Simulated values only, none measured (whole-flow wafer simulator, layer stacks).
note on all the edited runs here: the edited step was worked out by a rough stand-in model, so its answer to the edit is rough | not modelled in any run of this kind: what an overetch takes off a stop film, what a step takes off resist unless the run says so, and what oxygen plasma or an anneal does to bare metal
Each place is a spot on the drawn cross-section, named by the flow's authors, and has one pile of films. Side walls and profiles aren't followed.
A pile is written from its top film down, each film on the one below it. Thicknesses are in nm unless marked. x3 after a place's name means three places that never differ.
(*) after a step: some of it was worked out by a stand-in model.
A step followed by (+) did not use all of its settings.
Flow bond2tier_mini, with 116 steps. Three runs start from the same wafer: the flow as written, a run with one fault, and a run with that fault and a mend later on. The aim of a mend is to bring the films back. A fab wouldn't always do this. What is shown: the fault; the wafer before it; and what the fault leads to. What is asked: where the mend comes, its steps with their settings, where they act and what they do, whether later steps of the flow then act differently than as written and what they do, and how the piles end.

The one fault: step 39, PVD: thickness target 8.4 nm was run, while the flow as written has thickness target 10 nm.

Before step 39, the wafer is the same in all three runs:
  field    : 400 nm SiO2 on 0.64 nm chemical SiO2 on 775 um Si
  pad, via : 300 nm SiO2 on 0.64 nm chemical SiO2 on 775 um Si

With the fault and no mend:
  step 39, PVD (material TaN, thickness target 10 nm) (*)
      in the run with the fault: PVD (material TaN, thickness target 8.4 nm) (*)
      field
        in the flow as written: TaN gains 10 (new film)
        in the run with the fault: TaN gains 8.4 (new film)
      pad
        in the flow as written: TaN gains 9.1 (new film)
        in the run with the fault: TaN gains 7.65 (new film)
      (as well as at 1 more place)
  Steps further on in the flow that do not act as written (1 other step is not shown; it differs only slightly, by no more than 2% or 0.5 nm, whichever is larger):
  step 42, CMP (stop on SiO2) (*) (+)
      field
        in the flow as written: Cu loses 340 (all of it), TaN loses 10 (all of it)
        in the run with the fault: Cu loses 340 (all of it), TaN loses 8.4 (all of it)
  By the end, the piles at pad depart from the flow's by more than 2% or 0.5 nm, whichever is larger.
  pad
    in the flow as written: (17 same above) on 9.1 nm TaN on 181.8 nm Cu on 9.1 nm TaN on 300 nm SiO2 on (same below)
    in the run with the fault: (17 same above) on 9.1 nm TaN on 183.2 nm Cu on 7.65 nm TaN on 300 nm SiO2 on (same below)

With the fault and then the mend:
  The mend stands after step 39.
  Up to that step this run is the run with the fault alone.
  step 39a, PVD (material TaN, thickness target 1.6 nm) (*) (a further turn of the flow's step 39, with different settings)
      field, via
        TaN gains 1.6
      pad
        TaN gains 1.45
  None of the later steps of the flow acts differently than as written at any place that is followed.
  By the end, the piles equal the flow's at every place that both follow.
